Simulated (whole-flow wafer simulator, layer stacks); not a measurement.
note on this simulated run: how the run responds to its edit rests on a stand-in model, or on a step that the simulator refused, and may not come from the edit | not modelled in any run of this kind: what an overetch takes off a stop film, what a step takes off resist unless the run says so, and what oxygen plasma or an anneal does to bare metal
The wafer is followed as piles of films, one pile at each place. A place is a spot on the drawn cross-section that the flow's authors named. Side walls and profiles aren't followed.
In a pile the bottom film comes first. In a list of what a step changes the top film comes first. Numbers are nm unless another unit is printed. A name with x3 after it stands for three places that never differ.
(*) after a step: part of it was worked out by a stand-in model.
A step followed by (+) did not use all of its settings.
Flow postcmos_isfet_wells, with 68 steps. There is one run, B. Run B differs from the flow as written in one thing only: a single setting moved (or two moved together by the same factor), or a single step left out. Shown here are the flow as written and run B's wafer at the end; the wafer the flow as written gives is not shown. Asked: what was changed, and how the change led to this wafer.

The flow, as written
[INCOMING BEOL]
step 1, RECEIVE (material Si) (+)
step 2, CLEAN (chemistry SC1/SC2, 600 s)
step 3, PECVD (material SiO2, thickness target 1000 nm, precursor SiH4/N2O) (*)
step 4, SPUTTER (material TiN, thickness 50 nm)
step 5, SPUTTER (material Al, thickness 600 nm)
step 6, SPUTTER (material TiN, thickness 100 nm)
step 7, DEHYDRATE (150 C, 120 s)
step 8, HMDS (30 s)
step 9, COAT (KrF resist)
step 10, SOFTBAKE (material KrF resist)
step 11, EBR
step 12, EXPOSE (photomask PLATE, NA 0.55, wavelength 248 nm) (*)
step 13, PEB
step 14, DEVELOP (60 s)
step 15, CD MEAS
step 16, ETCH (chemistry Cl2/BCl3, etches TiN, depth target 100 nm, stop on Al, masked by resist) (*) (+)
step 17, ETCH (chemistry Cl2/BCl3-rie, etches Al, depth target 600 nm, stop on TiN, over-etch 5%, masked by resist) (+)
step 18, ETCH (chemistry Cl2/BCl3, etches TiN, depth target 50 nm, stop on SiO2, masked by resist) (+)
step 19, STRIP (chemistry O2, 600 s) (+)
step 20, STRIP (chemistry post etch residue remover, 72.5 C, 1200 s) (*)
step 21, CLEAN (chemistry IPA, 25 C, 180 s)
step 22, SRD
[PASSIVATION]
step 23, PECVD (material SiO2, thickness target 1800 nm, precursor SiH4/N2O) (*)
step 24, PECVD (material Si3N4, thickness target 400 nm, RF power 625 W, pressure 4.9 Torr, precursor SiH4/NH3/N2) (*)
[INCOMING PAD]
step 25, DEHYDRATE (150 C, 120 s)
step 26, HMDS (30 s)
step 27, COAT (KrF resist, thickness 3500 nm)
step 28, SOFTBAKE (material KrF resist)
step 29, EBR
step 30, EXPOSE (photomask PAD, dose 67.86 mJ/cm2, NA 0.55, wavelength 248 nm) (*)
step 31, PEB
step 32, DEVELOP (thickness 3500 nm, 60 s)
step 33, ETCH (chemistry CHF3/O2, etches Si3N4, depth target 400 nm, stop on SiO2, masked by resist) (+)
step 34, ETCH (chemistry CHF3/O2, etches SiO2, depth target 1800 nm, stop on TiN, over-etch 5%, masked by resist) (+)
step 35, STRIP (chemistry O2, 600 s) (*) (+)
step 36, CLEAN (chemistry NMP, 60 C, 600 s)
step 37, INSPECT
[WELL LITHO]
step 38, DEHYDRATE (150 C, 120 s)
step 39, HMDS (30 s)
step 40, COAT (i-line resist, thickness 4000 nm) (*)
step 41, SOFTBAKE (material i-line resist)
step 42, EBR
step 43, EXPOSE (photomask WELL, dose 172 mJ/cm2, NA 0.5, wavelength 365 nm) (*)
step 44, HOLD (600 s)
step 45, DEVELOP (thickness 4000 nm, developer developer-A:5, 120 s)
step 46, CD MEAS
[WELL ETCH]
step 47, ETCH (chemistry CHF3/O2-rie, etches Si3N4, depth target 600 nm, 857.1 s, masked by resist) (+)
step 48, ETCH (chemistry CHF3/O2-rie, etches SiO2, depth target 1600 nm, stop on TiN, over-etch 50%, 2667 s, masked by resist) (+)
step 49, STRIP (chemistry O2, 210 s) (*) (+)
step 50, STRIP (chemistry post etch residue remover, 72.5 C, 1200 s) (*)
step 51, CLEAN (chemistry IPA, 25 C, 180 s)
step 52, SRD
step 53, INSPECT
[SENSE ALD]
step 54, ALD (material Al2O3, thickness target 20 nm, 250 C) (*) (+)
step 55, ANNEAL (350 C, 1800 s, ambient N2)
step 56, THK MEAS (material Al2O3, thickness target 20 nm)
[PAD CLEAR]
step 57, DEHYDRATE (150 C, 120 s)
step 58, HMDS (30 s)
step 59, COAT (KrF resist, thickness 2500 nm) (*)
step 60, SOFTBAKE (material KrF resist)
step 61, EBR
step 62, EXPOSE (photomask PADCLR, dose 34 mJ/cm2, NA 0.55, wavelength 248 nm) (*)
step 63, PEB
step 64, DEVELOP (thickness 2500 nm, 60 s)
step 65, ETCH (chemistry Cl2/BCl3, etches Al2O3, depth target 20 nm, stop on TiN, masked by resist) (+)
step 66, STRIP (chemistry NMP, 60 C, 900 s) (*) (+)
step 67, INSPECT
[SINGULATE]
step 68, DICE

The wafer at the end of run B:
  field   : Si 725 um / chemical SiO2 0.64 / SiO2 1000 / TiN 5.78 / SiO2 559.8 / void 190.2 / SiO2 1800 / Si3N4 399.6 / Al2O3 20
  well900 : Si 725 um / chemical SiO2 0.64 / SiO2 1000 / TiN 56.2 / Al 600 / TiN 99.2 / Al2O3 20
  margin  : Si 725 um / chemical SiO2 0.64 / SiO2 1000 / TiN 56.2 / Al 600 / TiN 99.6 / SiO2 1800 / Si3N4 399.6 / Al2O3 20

The reason: step 4, SPUTTER: thickness 56.2 nm was run, though the flow has thickness 50 nm.
One can read it off the wafer: well900 has TiN 56.2, and step 4 as written asks for 50 nm.

The path from the change to this, step by step:
  step 4, SPUTTER (material TiN, thickness 50 nm)
      field, margin, well900, well1300 x3, pad_rim, pad_clr, pad_open: TiN gains 56.2 (new film) (as written it would have been: TiN gains 50 (new film))
  step 18, ETCH (chemistry Cl2/BCl3, etches TiN, depth target 50 nm, stop on SiO2, masked by resist) (+)
      field: TiN loses 50 (as written it would have been: TiN loses 50 (all of it))
  step 23, PECVD (material SiO2, thickness target 1800 nm, precursor SiH4/N2O) (*)
      field: SiO2 gains 1800 (new film), void gains 190.2 (new film), SiO2 gains 559.8 (new film) (as written it would have been: SiO2 gains 1800 (new film), void gains 189.9 (new film), SiO2 gains 559.7)
With metal films that touch counted as one body, field has 1 body; the flow as written gives 0 bodies.
